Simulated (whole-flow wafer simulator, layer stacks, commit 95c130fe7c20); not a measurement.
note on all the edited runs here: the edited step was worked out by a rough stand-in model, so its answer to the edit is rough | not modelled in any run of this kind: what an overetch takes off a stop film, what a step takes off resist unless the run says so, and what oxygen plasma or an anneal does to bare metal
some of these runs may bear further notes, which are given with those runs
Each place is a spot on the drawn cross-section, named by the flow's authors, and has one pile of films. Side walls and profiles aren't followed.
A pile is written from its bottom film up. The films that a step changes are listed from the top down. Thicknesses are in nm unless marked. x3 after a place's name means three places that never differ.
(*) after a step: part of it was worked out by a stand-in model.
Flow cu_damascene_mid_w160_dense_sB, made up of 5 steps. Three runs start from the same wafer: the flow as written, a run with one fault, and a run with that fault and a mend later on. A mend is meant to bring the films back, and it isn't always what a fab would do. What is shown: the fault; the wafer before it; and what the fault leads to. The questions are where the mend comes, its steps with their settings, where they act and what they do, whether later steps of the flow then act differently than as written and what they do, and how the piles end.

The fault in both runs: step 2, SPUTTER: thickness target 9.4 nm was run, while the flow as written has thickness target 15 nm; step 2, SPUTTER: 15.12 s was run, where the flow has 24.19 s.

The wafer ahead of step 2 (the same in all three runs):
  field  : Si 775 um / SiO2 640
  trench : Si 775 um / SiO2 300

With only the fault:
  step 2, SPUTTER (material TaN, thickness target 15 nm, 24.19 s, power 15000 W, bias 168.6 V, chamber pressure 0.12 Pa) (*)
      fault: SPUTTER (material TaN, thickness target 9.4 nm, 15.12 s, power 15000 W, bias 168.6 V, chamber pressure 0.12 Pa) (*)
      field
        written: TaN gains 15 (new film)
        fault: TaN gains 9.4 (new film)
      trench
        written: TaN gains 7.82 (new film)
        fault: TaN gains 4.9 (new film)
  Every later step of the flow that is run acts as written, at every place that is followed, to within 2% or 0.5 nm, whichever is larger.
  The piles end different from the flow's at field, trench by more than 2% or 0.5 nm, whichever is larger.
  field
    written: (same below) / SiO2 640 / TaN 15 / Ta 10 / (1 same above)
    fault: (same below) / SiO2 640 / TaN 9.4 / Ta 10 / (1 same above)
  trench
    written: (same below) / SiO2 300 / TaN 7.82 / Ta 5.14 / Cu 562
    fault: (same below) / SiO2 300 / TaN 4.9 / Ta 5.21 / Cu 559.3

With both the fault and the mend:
  The mend stands after step 2.
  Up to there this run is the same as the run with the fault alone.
  step 2a, SPUTTER (material TaN, thickness target 5.6 nm, 9.031 s, power 15000 W, bias 168.6 V, chamber pressure 0.12 Pa) (*) (the flow's step 2, run once more with other settings)
      field
        TaN gains 5.6
      trench
        TaN gains 2.85
  Every later step of the flow that is run acts as written, at every place that is followed, to within 2% or 0.5 nm, whichever is larger.
  At the end the piles are close to the flow's at the places that both follow, differing by at most 2% or 0.5 nm, whichever is larger.
